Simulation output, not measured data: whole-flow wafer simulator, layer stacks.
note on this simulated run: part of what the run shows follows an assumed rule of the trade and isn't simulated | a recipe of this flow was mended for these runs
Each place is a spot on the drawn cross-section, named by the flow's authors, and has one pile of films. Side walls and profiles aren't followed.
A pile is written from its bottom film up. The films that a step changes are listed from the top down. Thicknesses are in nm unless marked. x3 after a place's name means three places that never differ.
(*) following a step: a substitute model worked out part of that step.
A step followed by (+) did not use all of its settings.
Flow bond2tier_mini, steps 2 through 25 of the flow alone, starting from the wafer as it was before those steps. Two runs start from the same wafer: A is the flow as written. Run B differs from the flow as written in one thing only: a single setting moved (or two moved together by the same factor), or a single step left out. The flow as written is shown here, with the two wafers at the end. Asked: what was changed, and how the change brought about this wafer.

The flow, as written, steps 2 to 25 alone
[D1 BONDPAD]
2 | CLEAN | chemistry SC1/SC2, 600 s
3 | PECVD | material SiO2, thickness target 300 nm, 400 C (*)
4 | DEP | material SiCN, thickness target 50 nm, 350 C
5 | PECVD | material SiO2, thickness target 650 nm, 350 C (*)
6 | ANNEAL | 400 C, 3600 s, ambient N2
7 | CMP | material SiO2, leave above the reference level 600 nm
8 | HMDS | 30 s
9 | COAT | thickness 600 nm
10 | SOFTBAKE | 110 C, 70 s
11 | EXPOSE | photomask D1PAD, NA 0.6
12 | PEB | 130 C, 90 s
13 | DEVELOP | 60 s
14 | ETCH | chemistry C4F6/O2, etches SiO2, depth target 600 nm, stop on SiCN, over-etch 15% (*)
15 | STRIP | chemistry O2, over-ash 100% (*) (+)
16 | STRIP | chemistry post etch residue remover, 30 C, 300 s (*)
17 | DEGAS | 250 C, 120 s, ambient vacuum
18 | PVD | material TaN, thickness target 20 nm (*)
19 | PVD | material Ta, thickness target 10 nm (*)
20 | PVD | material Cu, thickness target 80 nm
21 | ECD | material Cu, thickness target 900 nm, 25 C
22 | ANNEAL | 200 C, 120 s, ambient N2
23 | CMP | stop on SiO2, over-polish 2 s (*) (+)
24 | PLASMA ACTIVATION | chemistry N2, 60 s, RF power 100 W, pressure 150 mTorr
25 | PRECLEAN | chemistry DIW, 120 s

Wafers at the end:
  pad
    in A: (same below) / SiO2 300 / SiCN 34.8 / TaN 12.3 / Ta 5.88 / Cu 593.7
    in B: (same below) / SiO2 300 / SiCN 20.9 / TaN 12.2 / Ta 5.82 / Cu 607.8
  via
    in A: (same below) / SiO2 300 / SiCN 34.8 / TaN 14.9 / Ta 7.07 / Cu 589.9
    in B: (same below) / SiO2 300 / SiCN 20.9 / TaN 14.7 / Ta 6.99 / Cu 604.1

The reason: step 14, ETCH: depth target 672 nm was run, while the flow as written has depth target 600 nm.

The path from the change to this, step by step:
  14 | ETCH | chemistry C4F6/O2, etches SiO2, depth target 600 nm, stop on SiCN, over-etch 15% (*)
      pad, via: A SiO2 loses 600 (all of it), SiCN loses 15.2 | B SiO2 loses 600 (all of it), SiCN loses 29.1
      field: A thick-KrF-resist loses 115 | B thick-KrF-resist loses 128.8
  15 | STRIP | chemistry O2, over-ash 100% (*) (+)
      field: A thick-KrF-resist loses 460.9 (all of it) | B thick-KrF-resist loses 447.1 (all of it)
